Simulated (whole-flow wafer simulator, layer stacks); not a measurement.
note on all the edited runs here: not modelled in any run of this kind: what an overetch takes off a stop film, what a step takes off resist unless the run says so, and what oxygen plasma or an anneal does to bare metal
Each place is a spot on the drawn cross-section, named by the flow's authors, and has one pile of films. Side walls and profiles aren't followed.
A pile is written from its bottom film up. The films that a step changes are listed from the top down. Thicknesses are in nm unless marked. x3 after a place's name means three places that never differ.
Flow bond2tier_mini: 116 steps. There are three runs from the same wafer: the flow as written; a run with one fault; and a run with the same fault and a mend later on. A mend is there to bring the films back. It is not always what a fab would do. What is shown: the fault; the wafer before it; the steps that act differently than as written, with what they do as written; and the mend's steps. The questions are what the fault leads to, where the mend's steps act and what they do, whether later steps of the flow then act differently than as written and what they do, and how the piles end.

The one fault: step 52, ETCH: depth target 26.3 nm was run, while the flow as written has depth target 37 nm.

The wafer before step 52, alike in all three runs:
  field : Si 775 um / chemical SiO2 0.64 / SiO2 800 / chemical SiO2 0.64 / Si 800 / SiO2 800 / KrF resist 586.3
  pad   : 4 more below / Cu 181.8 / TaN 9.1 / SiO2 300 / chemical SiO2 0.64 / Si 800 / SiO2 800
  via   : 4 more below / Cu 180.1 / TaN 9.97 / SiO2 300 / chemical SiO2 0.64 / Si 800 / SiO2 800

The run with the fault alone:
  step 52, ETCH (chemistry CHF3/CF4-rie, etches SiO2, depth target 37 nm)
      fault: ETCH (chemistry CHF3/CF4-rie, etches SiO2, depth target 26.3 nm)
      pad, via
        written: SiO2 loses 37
        fault: SiO2 loses 26.3
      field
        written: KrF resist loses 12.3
        fault: KrF resist loses 8.77
  None of the later steps of the flow differs from how it acts as written, at any place that is followed, by more than 2% or 0.5 nm, whichever is larger.
  By the end, the piles at pad depart from the flow's by more than 2% or 0.5 nm, whichever is larger.
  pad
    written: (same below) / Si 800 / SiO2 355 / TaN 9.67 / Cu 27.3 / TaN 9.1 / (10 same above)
    fault: (same below) / Si 800 / SiO2 365.7 / TaN 9.77 / Cu 16.5 / TaN 9.1 / (10 same above)

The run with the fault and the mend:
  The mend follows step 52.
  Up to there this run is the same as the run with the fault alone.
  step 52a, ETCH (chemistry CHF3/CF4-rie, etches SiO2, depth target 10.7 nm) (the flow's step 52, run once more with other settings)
      pad, via
        SiO2 loses 10.7
      field
        KrF resist loses 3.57
  None of the later steps of the flow acts differently than as written at any place that is followed.
  By the end, the piles equal the flow's at every place that both follow.
